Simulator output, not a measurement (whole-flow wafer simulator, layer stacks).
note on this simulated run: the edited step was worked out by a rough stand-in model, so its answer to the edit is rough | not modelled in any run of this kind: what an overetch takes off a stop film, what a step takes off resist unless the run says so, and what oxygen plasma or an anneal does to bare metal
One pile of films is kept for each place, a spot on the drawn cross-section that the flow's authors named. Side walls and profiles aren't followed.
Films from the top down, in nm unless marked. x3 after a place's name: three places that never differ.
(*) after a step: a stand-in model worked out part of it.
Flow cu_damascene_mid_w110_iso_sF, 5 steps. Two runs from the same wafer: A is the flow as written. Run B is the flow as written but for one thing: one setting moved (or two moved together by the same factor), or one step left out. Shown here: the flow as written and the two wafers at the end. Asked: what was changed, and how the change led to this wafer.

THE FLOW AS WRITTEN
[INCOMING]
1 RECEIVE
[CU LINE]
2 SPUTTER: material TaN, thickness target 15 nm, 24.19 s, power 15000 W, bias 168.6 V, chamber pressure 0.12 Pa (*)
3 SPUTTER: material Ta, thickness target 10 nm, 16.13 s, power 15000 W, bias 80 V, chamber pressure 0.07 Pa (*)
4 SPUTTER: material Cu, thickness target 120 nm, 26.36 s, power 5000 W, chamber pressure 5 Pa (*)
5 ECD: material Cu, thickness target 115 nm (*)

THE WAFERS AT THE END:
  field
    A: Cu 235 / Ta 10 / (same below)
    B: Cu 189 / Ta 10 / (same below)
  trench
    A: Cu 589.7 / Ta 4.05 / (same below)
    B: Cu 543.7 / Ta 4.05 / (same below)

The cause: step 5, ECD: thickness target 69 nm was run, where the flow has thickness target 115 nm.

How the change led to this, step by step:
  5 ECD: material Cu, thickness target 115 nm (*)
      field: A Cu +115 | B Cu +69
      trench: A Cu +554 | B Cu +508
